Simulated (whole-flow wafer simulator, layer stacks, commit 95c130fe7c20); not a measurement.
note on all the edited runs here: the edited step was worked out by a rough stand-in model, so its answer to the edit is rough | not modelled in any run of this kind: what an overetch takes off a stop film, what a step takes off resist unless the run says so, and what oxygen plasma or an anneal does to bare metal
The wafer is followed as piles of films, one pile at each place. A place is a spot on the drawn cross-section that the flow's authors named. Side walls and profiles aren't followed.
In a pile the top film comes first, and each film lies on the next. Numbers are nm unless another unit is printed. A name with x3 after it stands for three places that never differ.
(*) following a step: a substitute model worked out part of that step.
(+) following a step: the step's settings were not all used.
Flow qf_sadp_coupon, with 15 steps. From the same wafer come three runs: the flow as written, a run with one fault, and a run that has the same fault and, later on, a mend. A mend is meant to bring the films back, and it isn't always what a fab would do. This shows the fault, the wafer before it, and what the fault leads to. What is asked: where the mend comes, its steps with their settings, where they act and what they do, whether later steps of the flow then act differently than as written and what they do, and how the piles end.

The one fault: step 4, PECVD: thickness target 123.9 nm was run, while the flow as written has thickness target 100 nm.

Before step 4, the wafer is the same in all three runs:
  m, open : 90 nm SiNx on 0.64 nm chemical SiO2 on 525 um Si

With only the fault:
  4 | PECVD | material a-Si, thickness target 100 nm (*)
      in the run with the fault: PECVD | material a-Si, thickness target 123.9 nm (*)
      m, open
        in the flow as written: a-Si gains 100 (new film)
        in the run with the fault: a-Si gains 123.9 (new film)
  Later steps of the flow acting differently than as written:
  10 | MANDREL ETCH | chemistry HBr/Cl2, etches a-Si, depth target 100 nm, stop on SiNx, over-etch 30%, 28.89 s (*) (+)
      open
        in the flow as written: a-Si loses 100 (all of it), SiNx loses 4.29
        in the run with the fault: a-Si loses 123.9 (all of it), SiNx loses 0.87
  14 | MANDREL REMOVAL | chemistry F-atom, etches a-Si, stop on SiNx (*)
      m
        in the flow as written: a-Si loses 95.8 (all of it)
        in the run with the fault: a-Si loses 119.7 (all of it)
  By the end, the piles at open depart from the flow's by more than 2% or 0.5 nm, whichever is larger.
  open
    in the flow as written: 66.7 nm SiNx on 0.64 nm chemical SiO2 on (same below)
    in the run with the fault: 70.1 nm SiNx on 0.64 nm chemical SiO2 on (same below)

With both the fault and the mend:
  After step 4 comes the mend.
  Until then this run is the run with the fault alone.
  4a | ETCH | chemistry tmah, depth target 142.5 nm
      m, open
        a-Si loses 123.9 (all of it)
  4b | PECVD | material a-Si, thickness target 100 nm (*) (the flow's step 4, run once more)
      m, open
        a-Si gains 100 (new film)
  Later steps of the flow that are run all act as written at every place that is followed.
  The piles end the same as the flow's at every place that both follow.
